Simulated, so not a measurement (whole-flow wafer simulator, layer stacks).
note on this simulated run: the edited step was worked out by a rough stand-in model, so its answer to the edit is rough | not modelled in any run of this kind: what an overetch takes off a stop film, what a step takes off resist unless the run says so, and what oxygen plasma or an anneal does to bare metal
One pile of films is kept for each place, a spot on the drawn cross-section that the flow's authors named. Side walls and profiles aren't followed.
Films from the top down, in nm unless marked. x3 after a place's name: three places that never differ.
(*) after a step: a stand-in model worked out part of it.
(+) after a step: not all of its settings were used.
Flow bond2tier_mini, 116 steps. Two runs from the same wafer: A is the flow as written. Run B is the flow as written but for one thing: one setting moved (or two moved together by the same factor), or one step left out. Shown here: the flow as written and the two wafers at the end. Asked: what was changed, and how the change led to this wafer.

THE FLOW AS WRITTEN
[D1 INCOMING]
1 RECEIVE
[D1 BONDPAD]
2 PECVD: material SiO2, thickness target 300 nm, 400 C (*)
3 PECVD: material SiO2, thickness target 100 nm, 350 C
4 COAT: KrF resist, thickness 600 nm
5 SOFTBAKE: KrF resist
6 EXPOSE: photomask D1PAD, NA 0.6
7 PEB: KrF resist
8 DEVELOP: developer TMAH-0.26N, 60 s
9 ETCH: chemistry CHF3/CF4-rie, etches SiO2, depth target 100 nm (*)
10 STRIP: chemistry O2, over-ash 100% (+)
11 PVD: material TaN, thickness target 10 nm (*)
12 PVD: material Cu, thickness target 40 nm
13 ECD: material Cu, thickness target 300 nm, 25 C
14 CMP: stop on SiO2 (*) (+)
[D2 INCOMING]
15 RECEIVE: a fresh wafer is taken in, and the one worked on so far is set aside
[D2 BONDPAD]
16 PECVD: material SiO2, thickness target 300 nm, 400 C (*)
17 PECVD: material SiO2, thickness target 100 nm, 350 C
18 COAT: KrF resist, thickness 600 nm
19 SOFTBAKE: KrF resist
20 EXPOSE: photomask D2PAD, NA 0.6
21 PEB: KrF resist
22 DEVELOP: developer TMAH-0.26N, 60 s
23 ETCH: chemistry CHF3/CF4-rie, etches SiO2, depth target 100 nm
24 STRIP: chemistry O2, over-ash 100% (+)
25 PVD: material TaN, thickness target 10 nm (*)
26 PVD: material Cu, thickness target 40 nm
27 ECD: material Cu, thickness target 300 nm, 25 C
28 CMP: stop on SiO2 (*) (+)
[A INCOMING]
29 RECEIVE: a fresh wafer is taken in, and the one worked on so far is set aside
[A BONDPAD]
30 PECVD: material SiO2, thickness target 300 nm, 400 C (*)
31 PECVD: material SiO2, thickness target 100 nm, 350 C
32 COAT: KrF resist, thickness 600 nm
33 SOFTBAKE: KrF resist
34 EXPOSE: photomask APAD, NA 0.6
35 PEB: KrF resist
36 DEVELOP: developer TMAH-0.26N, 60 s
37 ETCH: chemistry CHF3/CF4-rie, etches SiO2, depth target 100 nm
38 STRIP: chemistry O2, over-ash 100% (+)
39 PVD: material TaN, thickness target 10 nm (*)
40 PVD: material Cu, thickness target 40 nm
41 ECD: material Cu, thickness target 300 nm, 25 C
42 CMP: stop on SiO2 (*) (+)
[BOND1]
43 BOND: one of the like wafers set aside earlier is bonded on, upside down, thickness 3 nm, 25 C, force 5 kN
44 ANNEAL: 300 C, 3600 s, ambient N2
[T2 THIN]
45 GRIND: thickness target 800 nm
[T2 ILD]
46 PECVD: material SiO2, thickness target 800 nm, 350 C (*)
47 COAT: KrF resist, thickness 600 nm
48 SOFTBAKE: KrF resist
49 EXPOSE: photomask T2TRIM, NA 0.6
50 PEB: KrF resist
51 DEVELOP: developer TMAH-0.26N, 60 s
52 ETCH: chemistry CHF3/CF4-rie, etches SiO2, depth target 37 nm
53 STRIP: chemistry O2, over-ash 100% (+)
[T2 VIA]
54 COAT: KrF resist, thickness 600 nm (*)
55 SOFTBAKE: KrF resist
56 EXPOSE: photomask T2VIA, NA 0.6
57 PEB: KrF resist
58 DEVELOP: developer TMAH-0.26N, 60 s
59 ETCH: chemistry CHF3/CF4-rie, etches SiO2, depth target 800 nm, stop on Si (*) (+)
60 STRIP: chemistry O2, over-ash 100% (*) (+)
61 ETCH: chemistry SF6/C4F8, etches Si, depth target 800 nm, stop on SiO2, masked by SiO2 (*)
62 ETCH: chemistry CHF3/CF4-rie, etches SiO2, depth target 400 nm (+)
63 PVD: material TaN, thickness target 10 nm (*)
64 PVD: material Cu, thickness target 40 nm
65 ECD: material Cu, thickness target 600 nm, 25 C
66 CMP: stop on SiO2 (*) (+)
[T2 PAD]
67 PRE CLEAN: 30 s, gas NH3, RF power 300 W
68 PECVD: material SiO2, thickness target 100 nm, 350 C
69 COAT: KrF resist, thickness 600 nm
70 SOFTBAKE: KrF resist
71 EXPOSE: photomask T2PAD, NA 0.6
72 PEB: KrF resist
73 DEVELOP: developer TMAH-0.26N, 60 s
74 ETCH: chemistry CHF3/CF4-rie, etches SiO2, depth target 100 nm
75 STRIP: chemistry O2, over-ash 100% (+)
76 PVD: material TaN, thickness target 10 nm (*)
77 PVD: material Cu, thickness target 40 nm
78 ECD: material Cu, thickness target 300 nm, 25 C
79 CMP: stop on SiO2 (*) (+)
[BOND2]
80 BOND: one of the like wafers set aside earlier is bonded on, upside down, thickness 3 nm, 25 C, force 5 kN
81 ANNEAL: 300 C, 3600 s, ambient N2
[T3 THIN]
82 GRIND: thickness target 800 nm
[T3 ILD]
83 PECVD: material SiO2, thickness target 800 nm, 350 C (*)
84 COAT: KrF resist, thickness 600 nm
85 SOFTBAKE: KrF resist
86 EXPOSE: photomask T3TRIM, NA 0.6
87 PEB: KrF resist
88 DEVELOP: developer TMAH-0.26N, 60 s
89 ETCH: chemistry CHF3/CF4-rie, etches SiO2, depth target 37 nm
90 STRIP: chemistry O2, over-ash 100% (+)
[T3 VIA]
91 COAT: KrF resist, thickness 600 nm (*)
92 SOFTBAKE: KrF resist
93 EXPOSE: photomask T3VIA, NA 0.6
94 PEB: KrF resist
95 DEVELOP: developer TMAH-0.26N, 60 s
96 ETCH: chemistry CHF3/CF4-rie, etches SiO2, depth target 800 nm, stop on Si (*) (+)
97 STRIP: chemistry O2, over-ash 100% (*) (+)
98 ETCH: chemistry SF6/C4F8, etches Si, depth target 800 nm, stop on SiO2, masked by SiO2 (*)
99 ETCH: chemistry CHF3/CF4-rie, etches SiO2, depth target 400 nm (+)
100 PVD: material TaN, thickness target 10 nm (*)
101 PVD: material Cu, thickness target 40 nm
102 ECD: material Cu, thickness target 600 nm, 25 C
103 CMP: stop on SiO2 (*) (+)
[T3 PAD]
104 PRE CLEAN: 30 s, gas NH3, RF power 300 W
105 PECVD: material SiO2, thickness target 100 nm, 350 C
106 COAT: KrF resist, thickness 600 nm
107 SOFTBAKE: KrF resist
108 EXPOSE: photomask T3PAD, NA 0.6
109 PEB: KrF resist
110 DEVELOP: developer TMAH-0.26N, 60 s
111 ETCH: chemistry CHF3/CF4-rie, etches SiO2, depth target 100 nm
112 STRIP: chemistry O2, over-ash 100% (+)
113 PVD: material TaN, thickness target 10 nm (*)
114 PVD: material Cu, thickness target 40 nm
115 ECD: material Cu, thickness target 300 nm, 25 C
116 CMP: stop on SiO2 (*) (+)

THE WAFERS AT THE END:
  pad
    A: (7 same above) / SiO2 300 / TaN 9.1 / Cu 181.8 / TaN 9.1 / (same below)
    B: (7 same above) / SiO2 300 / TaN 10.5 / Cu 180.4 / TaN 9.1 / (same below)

The cause: step 25, PVD: thickness target 11.5 nm was run, where the flow has thickness target 10 nm.

How the change led to this, step by step:
  25 PVD: material TaN, thickness target 10 nm (*)
      field: A TaN +10 (new film) | B TaN +11.5 (new film)
      pad: A TaN +9.1 (new film) | B TaN +10.5 (new film)
      (and at 1 more place)
  28 CMP: stop on SiO2 (*) (+)
      field: A Cu -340 (all of it), TaN -10 (all of it) | B Cu -340 (all of it), TaN -11.5 (all of it)
  80 BOND: one of the like wafers set aside earlier is bonded on, upside down, thickness 3 nm, 25 C, force 5 kN
      pad: A Si +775 um (new film), chemical SiO2 +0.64 (new film), SiO2 +300 (new film), TaN +9.1 (new film), Cu +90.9 | B Si +775 um (new film), chemical SiO2 +0.64 (new film), SiO2 +300 (new film), TaN +10.5 (new film), Cu +89.5
